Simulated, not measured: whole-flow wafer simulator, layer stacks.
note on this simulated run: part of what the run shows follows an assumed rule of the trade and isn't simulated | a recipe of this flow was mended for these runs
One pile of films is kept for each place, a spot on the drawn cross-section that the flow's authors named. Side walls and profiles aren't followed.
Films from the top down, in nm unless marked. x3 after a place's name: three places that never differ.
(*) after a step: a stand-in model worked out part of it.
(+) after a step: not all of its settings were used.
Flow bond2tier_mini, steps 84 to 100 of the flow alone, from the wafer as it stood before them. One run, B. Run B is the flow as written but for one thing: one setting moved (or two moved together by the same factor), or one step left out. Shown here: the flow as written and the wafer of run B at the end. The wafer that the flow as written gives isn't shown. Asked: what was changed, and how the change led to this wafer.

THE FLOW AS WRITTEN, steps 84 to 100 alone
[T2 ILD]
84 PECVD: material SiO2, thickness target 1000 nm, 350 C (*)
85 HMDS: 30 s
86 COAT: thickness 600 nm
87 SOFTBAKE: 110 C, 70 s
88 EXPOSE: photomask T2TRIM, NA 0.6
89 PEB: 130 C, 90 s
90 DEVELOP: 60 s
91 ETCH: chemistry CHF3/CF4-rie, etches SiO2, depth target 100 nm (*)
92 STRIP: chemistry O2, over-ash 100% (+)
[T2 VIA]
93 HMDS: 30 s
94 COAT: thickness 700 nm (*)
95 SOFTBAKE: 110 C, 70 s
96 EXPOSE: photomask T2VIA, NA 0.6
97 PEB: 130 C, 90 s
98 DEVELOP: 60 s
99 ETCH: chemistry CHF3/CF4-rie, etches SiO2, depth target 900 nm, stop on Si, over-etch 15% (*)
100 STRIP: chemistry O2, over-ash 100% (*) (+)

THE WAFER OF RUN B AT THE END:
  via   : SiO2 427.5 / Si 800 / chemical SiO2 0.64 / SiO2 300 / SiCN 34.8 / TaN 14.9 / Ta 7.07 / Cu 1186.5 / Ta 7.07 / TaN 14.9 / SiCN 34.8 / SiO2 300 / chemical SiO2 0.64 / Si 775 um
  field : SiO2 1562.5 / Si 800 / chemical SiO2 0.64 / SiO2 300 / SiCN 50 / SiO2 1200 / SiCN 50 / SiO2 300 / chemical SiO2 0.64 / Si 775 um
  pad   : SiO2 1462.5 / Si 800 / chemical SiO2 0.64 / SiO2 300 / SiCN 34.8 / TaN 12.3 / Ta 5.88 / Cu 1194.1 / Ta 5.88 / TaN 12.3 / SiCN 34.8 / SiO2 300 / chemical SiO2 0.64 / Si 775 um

The cause: step 84, PECVD: thickness target 1562 nm was run, where the flow has thickness target 1000 nm.
It can be read off the wafer: field has SiO2 1562.5, and step 84 as written asks for 1000 nm.

How the change led to this, step by step:
  84 PECVD: material SiO2, thickness target 1000 nm, 350 C (*)
      field, pad, via: SiO2 +1562.5 (new film) (as written it would be: SiO2 +1000 (new film))
  99 ETCH: chemistry CHF3/CF4-rie, etches SiO2, depth target 900 nm, stop on Si, over-etch 15% (*)
      via: SiO2 -1035 (as written it would be: SiO2 -900 (all of it), Si -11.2)
